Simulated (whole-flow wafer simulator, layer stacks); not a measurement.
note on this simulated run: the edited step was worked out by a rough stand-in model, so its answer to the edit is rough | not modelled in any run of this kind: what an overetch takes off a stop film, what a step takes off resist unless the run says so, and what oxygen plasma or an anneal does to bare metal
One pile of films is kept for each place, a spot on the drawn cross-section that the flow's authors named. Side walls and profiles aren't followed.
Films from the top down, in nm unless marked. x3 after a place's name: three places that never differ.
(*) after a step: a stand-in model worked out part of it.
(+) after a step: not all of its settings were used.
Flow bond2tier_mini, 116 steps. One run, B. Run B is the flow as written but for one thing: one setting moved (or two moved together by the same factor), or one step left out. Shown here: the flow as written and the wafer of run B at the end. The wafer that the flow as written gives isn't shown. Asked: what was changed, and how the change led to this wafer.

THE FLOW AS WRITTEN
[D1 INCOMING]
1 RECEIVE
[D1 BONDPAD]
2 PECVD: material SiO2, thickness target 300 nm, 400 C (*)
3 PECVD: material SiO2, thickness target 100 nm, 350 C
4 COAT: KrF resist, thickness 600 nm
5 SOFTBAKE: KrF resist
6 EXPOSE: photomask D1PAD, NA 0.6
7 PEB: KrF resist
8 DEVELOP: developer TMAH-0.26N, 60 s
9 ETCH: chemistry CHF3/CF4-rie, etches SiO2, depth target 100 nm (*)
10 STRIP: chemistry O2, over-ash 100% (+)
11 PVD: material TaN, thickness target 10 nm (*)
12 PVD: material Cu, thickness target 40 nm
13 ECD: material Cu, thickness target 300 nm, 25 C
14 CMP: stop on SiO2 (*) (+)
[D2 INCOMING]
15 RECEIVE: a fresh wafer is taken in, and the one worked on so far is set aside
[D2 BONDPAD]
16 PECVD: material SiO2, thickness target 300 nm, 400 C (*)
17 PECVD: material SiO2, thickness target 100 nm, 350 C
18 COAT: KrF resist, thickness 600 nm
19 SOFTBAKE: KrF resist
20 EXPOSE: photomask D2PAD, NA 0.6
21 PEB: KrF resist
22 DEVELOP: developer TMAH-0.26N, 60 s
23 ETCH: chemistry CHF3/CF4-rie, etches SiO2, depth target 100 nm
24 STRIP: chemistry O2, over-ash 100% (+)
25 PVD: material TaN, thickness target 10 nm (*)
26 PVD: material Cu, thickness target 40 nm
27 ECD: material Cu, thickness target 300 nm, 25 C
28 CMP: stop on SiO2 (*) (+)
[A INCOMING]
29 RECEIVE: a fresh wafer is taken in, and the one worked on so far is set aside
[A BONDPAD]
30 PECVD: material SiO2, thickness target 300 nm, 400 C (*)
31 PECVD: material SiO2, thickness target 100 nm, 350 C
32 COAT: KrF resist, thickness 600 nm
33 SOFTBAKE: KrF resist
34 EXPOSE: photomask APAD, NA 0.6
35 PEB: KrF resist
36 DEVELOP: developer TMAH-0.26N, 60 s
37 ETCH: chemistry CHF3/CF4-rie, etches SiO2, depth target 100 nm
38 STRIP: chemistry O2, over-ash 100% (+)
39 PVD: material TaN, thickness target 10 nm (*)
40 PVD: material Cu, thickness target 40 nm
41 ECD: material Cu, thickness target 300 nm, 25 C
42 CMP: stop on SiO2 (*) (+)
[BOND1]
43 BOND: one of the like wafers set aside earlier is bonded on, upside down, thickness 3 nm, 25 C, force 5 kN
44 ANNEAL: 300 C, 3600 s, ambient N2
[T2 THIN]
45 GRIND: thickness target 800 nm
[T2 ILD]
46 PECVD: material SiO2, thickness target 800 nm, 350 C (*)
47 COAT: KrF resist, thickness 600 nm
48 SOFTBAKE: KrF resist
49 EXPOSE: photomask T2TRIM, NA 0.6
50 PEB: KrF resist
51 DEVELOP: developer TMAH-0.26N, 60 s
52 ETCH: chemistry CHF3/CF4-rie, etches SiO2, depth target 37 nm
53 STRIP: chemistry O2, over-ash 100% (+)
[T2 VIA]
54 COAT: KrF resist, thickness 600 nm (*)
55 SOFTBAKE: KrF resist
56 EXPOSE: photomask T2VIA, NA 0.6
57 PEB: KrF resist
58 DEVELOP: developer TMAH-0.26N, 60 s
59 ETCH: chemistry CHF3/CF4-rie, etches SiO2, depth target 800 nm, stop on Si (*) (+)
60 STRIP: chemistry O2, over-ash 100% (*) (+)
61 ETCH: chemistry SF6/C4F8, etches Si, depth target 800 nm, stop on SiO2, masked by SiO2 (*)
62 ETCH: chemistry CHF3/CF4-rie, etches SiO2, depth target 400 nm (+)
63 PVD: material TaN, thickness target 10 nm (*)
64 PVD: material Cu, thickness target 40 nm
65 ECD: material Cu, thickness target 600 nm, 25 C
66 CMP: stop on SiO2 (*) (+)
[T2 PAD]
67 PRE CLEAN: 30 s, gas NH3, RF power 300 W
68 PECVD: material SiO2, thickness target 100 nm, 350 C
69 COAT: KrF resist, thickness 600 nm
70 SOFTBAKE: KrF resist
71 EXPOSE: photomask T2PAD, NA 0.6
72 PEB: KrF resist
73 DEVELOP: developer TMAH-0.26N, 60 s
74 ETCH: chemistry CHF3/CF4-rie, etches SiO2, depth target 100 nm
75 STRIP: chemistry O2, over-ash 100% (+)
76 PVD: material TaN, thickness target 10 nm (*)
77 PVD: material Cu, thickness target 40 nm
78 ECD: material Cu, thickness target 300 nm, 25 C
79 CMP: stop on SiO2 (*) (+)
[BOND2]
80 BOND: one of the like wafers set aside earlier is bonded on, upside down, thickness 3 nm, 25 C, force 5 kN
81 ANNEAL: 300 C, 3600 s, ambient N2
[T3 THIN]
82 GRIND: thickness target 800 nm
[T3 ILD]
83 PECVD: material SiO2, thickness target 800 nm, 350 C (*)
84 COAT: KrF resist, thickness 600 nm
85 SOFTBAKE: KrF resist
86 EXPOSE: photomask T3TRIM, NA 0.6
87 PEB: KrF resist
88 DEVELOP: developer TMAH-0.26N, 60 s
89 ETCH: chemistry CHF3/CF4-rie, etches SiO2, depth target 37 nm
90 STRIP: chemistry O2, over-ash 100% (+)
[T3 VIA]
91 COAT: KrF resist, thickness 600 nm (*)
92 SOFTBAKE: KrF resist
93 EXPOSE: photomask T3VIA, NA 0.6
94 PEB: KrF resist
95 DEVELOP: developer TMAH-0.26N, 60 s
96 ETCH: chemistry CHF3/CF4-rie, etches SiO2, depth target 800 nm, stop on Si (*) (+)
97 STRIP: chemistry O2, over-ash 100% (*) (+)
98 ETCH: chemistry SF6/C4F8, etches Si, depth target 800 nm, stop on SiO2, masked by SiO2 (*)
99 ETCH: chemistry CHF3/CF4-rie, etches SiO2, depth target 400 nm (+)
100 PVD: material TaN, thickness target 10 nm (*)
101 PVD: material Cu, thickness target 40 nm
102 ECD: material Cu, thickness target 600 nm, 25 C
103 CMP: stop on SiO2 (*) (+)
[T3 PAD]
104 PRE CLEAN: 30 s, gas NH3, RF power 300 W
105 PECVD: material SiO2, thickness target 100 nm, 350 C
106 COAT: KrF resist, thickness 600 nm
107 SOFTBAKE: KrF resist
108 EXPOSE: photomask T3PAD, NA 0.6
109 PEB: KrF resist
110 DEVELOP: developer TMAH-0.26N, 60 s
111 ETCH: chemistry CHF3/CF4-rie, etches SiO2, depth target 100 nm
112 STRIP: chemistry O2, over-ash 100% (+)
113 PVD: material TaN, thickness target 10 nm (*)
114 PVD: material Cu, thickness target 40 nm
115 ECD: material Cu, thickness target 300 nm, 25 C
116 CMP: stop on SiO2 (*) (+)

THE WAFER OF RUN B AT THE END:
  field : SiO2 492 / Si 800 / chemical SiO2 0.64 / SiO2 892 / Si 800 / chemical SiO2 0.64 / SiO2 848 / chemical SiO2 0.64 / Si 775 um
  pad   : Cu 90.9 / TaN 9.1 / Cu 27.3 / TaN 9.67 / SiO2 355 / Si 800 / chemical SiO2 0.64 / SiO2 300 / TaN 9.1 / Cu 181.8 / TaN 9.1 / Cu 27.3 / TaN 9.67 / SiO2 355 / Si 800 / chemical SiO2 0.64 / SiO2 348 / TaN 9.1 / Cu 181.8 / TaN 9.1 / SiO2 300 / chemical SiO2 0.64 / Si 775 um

The cause: step 2, PECVD: thickness target 348 nm was run, where the flow has thickness target 300 nm.
It can be read off the wafer: pad has SiO2 348, and step 2 as written asks for 300 nm.

How the change led to this, step by step:
  2 PECVD: material SiO2, thickness target 300 nm, 400 C (*)
      field, pad, via: SiO2 +348 (new film) (as written it would be: SiO2 +300 (new film))
  43 BOND: one of the like wafers set aside earlier is bonded on, upside down, thickness 3 nm, 25 C, force 5 kN
      field: Si +775 um (new film), chemical SiO2 +0.64 (new film), SiO2 +448 (as written it would be: Si +775 um (new film), chemical SiO2 +0.64 (new film), SiO2 +400)
      pad: Si +775 um (new film), chemical SiO2 +0.64 (new film), SiO2 +348 (new film), TaN +9.1 (new film), Cu +90.9 (as written it would be: Si +775 um (new film), chemical SiO2 +0.64 (new film), SiO2 +300 (new film), TaN +9.1 (new film), Cu +90.9)
      (and at 1 more place)
